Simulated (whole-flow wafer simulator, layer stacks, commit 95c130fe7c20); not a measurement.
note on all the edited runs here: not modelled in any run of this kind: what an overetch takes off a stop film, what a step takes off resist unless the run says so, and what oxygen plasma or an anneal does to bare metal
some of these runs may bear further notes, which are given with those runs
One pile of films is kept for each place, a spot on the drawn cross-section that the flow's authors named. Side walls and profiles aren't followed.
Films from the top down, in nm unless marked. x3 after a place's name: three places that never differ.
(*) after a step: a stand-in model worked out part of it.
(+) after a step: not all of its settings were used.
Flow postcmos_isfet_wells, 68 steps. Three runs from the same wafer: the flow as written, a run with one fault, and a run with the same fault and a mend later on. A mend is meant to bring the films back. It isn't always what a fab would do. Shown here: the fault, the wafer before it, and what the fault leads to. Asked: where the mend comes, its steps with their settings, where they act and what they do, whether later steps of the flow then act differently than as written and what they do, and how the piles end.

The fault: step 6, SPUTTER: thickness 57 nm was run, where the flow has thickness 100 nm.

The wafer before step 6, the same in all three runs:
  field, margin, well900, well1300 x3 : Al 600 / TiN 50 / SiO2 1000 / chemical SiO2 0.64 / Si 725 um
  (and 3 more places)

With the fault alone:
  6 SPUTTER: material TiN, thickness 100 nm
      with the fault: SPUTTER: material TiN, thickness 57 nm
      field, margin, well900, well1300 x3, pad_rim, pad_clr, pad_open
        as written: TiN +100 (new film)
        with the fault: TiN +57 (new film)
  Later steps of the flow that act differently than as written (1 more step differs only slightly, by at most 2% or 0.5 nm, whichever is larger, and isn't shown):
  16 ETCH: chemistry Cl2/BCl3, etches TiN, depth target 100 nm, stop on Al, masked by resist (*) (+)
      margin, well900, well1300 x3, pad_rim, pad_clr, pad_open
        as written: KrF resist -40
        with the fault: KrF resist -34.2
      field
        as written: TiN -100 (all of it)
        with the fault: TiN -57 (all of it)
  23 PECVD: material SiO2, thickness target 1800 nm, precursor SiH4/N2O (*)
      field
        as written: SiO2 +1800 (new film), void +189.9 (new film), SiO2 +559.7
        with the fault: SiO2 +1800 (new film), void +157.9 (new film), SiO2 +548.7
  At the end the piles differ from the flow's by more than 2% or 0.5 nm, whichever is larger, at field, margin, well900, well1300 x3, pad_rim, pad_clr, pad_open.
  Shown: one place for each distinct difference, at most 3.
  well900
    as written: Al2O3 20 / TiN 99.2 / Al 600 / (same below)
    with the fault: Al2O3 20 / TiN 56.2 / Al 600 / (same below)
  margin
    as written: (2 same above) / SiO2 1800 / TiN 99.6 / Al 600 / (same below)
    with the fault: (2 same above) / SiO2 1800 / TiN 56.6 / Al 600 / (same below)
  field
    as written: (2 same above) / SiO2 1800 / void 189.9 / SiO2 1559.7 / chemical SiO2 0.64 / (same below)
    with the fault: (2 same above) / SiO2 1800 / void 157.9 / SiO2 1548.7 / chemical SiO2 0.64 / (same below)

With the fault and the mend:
  The mend comes after step 15.
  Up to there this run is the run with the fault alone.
  15a STRIP: chemistry O2, 600 s (+)
      margin, well900, well1300 x3, pad_rim, pad_clr, pad_open
        KrF resist -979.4 (all of it)
  15b SPUTTER: material TiN, thickness 43 nm (the flow's step 6 once more, with other settings)
      field, margin, well900, well1300 x3, pad_rim, pad_clr, pad_open
        TiN +43
  15c HMDS: 30 s (the flow's step 8 once more)
      changes no film at any place that is followed
  15d COAT: KrF resist (the flow's step 9 once more)
      field, margin, well900, well1300 x3, pad_rim, pad_clr, pad_open
        KrF resist +1000 (new film)
  15e SOFTBAKE: material KrF resist (the flow's step 10 once more)
      changes no film at any place that is followed
  15f EBR (the flow's step 11 once more)
      changes no film at any place that is followed
  15g EXPOSE: photomask PLATE, NA 0.55, wavelength 248 nm (*) (the flow's step 12 once more)
      changes no film at any place that is followed
  15h PEB (the flow's step 13 once more)
      field, margin, well900, well1300 x3, pad_rim, pad_clr, pad_open
        KrF resist -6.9
  15i DEVELOP: 60 s (the flow's step 14 once more)
      margin, well900, well1300 x3, pad_rim, pad_clr, pad_open
        KrF resist -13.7
      field
        KrF resist -993.1 (all of it)
  No later step of the flow acts differently than as written at any place that is followed.
  At the end the piles are the same as the flow's at every place that both follow.
